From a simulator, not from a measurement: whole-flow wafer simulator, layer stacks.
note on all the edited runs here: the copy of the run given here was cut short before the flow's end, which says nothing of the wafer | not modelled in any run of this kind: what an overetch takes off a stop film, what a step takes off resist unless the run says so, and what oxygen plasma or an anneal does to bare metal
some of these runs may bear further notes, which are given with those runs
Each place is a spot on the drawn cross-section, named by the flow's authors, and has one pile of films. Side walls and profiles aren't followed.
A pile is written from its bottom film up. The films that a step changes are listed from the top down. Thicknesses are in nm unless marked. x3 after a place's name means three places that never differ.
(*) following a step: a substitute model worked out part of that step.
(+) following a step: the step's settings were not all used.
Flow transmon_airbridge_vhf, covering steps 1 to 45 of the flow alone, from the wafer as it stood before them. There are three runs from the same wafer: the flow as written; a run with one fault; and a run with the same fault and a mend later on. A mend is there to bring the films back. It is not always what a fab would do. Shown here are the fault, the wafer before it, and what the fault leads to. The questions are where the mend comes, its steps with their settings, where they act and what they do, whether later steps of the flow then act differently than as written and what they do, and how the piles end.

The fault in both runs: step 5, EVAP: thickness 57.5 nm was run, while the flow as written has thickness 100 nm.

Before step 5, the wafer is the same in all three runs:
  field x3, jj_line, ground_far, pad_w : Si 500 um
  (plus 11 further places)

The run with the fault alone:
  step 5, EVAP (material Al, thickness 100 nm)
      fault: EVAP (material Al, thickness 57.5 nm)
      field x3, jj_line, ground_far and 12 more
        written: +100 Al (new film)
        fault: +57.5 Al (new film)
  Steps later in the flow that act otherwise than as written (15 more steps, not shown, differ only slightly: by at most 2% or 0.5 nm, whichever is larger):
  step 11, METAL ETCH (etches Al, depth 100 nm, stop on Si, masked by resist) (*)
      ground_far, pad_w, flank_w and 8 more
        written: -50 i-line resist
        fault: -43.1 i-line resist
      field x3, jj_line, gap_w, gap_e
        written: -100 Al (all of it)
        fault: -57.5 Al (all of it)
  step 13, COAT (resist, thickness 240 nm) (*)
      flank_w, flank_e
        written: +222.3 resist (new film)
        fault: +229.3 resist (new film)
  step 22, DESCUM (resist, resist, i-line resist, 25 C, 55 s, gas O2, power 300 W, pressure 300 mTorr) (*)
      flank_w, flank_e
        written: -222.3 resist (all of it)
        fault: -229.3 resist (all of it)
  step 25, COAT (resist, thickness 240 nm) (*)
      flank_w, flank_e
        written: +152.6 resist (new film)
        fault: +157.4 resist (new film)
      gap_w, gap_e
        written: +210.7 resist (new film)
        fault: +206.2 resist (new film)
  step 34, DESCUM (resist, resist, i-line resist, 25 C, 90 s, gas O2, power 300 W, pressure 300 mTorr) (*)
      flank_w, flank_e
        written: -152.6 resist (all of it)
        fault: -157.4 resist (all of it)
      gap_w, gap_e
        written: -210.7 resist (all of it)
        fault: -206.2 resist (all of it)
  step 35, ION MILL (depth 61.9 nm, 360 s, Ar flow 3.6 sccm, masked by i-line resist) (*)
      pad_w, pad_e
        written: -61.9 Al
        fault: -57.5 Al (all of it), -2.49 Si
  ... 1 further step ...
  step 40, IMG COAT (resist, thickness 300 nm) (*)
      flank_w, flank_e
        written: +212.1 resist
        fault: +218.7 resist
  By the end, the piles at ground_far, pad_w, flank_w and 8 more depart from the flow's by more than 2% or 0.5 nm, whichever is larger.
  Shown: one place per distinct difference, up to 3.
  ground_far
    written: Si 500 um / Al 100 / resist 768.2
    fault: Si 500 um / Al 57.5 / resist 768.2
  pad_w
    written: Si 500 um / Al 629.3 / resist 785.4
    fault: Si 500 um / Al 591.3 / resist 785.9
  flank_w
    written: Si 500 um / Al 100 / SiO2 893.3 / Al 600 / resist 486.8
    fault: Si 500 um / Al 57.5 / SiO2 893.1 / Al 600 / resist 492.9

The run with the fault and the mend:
  The mend follows step 10.
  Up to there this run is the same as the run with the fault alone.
  step 10a, STRIP (i-line resist, 80 C, 600 s) (+)
      ground_far, pad_w, flank_w and 8 more
        -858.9 i-line resist (all of it)
  step 10b, EVAP (material Al, thickness 42.5 nm) (the flow's step 5 again, with other settings)
      field x3, jj_line, ground_far and 12 more
        +42.5 Al
  step 10c, COAT (i-line resist, thickness 900 nm) (the flow's step 6 again)
      field x3, jj_line, ground_far and 12 more
        +900 i-line resist (new film)
  step 10d, SOFTBAKE (i-line resist, 90 C, 90 s) (the flow's step 7 again)
      leaves every film unchanged at each place that is followed
  step 10e, EXPOSE (i-line resist, thickness 900 nm, photomask AB CPW, dose 155.4 mJ/cm2, NA 0.45, wavelength 365 nm) (*) (the flow's step 8 again)
      leaves every film unchanged at each place that is followed
  step 10f, PEB (i-line resist, 110 C, 60 s) (the flow's step 9 again)
      field x3, jj_line, ground_far and 12 more
        -41 i-line resist
  step 10g, DEVELOP (i-line resist, thickness 900 nm, developer developer-B, 60 s) (the flow's step 10 again)
      ground_far, pad_w, flank_w and 8 more
        -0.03 i-line resist
      field x3, jj_line, gap_w, gap_e
        -859 i-line resist (all of it)
  Every later step of the flow that is run acts as written at every place that is followed.
  At every place that both follow, the piles at the end match the flow's.
